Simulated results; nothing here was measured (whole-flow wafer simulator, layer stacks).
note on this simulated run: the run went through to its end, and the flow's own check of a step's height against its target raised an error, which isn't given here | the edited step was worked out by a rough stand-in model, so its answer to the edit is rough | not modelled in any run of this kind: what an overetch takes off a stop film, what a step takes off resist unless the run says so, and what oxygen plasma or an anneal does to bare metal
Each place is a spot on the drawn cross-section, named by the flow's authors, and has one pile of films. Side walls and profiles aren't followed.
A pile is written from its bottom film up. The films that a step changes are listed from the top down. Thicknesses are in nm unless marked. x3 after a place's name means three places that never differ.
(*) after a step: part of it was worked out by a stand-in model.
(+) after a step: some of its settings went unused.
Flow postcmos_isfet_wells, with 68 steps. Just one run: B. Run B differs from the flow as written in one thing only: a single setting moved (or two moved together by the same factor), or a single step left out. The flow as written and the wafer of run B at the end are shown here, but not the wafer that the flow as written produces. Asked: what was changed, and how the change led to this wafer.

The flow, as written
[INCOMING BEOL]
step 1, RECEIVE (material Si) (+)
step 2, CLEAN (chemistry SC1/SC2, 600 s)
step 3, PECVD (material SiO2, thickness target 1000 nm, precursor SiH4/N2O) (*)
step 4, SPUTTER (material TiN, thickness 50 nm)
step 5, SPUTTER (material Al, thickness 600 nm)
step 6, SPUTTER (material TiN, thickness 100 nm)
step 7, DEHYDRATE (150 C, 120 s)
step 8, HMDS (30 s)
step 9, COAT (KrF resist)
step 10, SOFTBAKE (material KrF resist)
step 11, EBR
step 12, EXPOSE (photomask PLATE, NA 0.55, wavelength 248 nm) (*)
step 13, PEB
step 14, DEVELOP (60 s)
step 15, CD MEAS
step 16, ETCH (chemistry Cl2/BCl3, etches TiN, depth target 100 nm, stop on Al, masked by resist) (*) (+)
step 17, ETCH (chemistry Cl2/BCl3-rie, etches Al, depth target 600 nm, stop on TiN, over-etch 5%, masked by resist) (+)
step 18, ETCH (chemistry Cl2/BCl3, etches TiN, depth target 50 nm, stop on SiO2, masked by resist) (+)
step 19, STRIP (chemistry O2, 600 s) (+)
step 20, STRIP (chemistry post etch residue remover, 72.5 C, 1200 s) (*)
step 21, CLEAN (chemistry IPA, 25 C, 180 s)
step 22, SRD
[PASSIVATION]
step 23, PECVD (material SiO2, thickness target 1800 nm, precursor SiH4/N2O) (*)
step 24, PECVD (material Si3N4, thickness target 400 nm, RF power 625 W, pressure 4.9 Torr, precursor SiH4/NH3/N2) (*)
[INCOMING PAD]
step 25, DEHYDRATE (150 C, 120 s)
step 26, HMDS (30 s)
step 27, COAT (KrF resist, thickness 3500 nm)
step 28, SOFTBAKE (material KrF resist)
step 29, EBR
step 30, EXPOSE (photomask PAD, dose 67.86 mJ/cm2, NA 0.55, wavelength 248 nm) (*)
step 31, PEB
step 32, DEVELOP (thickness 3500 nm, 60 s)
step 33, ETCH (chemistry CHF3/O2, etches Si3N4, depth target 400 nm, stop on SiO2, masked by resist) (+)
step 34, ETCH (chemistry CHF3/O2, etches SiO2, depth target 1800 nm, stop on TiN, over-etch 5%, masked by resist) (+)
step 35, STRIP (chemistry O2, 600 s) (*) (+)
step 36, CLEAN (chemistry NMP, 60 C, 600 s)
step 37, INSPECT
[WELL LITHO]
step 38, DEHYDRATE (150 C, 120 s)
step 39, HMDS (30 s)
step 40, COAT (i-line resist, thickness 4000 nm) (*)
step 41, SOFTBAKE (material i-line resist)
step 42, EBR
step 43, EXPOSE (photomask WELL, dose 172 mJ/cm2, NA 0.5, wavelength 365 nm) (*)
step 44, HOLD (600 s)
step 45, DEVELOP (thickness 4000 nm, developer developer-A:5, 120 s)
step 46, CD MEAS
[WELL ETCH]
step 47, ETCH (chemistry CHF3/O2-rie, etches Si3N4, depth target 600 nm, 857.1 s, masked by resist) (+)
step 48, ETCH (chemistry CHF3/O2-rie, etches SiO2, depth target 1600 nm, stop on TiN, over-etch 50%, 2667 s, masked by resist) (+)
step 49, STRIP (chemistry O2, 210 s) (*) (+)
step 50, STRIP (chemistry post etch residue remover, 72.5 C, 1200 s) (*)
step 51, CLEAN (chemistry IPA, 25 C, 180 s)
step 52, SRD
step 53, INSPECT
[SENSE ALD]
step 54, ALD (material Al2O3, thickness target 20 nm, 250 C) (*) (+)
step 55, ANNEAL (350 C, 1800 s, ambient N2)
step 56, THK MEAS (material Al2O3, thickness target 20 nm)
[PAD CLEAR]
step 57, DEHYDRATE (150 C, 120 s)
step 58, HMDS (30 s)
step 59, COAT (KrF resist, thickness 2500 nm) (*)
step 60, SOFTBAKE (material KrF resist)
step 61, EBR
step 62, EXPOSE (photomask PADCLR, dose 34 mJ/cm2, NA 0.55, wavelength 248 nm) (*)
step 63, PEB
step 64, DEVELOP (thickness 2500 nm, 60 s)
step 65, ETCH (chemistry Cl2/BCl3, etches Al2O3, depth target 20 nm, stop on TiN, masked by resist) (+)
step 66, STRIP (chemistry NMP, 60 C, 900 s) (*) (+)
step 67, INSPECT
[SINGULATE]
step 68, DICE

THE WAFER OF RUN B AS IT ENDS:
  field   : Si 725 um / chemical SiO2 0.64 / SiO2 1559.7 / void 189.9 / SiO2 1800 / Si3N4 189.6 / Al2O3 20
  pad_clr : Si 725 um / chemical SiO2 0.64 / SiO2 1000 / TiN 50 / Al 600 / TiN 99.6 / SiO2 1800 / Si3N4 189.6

Cause: step 24, PECVD: thickness target 190 nm was run, whereas the flow has thickness target 400 nm.

The path from the change to this, step by step:
  step 24, PECVD (material Si3N4, thickness target 400 nm, RF power 625 W, pressure 4.9 Torr, precursor SiH4/NH3/N2) (*)
      field, margin, well900, well1300 x3, pad_rim, pad_clr, pad_open: +190 Si3N4 (new film) (in the flow as written it would be: +400 Si3N4 (new film))
  step 33, ETCH (chemistry CHF3/O2, etches Si3N4, depth target 400 nm, stop on SiO2, masked by resist) (+)
      field, margin, well900, well1300 x3, pad_rim, pad_clr: -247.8 KrF resist (in the flow as written it would be: -347.8 KrF resist)
      pad_open: -190 Si3N4 (all of it) (in the flow as written it would be: -400 Si3N4 (all of it))
  step 35, STRIP (chemistry O2, 600 s) (*) (+)
      field, margin, well900, well1300 x3, pad_rim, pad_clr: -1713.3 KrF resist (all of it) (in the flow as written it would be: -1613.3 KrF resist (all of it))
  step 41, SOFTBAKE (material i-line resist)
      pad_clr: -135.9 i-line resist (in the flow as written it would be: -156.7 i-line resist)
      pad_open: +105.9 i-line resist (in the flow as written it would be: +115.3 i-line resist)
  step 47, ETCH (chemistry CHF3/O2-rie, etches Si3N4, depth target 600 nm, 857.1 s, masked by resist) (+)
      well900, well1300 x3: -190 Si3N4 (all of it), -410 SiO2 (in the flow as written it would be: -400 Si3N4 (all of it), -200 SiO2)
  step 48, ETCH (chemistry CHF3/O2-rie, etches SiO2, depth target 1600 nm, stop on TiN, over-etch 50%, 2667 s, masked by resist) (+)
      well900, well1300 x3: -1390 SiO2 (all of it) (in the flow as written it would be: -1600 SiO2 (all of it))
  step 49, STRIP (chemistry O2, 210 s) (*) (+)
      pad_clr: -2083 i-line resist (all of it) (in the flow as written it would be: -1996.5 i-line resist (all of it))
      pad_open: -3731.6 i-line resist (all of it) (in the flow as written it would be: -3816.3 i-line resist (all of it))
  step 59, COAT (KrF resist, thickness 2500 nm) (*)
      field: +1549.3 KrF resist (new film) (in the flow as written it would be: +1449 KrF resist (new film))
      margin: +1549.2 KrF resist (new film) (in the flow as written it would be: +1448.9 KrF resist (new film))
      (and at 2 other places as well)
  step 63, PEB
      field, margin: -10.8 KrF resist (in the flow as written it would be: -10.1 KrF resist)
  step 64, DEVELOP (thickness 2500 nm, 60 s)
      pad_clr: -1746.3 KrF resist (all of it) (in the flow as written it would be: -1676 KrF resist (all of it))
  step 66, STRIP (chemistry NMP, 60 C, 900 s) (*) (+)
      field, margin: -1499.7 KrF resist (all of it) (in the flow as written it would be: -1400.1 KrF resist (all of it))
      pad_rim: -1970.4 KrF resist (all of it) (in the flow as written it would be: -1923.7 KrF resist (all of it))
